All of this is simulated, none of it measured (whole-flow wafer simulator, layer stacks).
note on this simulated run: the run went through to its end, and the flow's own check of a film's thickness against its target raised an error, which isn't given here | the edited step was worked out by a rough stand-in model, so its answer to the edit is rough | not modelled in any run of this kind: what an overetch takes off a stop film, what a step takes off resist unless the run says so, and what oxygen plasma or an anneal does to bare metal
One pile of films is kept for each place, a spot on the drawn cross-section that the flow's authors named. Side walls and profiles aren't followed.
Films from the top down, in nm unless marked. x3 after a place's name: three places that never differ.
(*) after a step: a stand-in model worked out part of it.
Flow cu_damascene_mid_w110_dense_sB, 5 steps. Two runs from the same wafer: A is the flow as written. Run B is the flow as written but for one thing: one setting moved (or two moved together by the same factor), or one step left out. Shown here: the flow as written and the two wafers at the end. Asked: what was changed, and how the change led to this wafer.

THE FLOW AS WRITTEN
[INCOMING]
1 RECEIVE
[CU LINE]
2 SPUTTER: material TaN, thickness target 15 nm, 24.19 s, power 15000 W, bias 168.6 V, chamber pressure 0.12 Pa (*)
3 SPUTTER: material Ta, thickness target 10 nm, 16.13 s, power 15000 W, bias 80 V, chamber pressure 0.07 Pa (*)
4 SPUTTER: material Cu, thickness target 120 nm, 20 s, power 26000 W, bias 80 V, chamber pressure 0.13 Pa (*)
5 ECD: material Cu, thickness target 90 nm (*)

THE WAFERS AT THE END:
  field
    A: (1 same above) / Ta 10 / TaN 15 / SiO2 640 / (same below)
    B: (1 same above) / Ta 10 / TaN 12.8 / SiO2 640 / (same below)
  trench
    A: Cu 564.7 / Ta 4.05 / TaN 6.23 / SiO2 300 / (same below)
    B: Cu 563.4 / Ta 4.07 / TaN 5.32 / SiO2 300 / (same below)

The cause: step 2, SPUTTER: thickness target 12.8 nm was run, where the flow has thickness target 15 nm; step 2, SPUTTER: 20.56 s was run, where the flow has 24.19 s.
It can be read off the wafer: field has TaN 12.8, and step 2 as written asks for 15 nm.

How the change led to this, step by step:
  2 SPUTTER: material TaN, thickness target 15 nm, 24.19 s, power 15000 W, bias 168.6 V, chamber pressure 0.12 Pa (*)
      field: A TaN +15 (new film) | B TaN +12.8 (new film)
      trench: A TaN +6.23 (new film) | B TaN +5.32 (new film)
